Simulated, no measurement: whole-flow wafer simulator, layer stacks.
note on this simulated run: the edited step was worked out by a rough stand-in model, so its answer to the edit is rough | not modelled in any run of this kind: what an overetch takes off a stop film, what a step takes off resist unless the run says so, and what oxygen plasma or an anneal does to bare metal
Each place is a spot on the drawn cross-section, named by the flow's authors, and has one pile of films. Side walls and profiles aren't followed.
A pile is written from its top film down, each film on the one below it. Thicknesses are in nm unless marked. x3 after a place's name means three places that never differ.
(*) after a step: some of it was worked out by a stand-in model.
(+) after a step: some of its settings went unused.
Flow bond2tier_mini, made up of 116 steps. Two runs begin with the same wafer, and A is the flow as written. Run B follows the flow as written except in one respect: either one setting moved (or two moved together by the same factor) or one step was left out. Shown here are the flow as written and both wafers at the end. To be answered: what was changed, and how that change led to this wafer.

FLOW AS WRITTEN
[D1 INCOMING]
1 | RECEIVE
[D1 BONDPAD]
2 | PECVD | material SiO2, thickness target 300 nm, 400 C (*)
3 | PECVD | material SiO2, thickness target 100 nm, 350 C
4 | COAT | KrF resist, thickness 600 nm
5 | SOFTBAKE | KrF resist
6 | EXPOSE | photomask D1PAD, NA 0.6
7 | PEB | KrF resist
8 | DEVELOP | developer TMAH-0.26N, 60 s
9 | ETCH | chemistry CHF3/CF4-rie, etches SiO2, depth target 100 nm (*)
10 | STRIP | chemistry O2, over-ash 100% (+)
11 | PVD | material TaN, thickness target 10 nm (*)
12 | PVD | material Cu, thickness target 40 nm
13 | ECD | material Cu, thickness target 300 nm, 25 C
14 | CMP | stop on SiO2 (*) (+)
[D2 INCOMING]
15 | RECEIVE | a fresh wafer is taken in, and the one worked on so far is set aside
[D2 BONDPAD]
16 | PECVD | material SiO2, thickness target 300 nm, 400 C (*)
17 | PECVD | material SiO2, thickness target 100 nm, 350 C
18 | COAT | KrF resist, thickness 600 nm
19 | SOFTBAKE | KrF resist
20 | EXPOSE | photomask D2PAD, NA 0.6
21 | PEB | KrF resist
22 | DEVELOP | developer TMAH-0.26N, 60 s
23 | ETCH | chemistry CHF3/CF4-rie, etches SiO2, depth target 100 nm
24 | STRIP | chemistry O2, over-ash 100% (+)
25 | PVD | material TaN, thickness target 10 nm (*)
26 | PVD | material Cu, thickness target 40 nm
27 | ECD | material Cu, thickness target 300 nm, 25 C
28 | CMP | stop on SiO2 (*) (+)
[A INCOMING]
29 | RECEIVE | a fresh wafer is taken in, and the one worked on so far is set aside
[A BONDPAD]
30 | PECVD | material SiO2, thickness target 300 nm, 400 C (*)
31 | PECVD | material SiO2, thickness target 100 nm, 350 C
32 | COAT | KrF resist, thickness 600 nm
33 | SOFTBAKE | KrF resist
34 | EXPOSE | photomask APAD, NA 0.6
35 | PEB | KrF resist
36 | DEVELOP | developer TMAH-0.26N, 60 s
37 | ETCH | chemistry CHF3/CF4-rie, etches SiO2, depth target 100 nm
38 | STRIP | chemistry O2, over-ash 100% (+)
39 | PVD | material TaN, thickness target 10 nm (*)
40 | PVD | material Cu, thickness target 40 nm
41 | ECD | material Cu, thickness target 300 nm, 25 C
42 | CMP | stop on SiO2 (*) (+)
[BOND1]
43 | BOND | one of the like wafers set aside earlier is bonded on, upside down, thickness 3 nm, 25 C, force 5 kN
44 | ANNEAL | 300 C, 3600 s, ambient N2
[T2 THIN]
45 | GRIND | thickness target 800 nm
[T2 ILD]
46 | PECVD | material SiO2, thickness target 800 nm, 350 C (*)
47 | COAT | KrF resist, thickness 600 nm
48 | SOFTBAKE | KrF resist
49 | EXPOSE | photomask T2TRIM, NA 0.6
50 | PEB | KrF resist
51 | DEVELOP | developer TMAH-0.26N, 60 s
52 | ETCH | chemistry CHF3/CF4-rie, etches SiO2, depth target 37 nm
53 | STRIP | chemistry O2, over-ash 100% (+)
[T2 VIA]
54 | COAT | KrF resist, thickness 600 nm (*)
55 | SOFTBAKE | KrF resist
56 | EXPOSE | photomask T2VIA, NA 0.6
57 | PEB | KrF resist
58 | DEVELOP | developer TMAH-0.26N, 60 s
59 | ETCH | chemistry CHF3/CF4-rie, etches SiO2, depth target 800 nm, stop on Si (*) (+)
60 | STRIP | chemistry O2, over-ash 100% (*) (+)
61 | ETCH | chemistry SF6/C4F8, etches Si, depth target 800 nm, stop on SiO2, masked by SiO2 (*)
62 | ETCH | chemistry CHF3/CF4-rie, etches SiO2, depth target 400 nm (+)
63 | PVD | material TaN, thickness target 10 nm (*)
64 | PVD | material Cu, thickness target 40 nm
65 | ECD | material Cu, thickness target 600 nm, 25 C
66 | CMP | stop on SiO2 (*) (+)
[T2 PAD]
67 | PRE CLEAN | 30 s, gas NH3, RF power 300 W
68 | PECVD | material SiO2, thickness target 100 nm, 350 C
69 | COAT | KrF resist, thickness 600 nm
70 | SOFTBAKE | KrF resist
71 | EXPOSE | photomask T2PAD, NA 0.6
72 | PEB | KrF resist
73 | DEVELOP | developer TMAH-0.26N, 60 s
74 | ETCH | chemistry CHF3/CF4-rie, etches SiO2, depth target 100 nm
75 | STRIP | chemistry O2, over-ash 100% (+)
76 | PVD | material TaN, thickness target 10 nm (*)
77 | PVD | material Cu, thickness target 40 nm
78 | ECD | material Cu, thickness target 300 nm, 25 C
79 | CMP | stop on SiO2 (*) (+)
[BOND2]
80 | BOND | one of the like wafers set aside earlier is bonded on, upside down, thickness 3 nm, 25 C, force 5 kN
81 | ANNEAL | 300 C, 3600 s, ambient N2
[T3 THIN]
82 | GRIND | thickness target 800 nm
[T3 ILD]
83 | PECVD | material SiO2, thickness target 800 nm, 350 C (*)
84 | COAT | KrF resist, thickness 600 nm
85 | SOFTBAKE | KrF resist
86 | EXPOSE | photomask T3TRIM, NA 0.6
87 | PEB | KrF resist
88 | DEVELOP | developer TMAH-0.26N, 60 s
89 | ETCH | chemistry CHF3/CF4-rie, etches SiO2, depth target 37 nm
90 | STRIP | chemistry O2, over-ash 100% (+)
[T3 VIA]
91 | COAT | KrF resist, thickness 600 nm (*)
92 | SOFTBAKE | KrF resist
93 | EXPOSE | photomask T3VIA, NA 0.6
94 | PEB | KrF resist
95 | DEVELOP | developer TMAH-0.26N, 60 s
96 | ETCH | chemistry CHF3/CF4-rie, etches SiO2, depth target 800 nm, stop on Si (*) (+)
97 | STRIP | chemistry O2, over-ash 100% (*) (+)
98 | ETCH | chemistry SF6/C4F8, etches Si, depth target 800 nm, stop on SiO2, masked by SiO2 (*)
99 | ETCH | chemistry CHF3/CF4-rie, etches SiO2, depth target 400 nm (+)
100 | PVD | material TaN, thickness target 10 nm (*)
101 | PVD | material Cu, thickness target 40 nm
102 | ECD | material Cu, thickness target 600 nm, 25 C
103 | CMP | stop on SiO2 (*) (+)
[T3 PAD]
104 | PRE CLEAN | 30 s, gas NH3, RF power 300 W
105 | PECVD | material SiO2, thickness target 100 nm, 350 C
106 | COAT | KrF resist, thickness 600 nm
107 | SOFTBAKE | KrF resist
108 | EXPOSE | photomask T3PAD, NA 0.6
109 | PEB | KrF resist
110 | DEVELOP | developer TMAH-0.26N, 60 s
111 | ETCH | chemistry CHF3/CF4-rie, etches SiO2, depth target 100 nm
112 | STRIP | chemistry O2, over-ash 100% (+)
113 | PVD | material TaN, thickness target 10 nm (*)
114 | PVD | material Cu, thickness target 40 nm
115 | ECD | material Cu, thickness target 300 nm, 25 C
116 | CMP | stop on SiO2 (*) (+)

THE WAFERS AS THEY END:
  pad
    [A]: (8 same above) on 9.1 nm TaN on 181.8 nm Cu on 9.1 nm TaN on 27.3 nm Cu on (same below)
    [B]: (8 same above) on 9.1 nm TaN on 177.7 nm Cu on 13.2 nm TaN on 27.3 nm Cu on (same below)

What caused this: step 76, PVD: thickness target 14.5 nm was run, though the flow has thickness target 10 nm.

How this came from the change, step by step:
  76 | PVD | material TaN, thickness target 10 nm (*)
      field: A +10 TaN (new film) | B +14.5 TaN (new film)
      pad: A +9.1 TaN (new film) | B +13.2 TaN (new film)
  79 | CMP | stop on SiO2 (*) (+)
      field: A -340 Cu (all of it), -10 TaN (all of it) | B -340 Cu (all of it), -14.5 TaN (all of it)
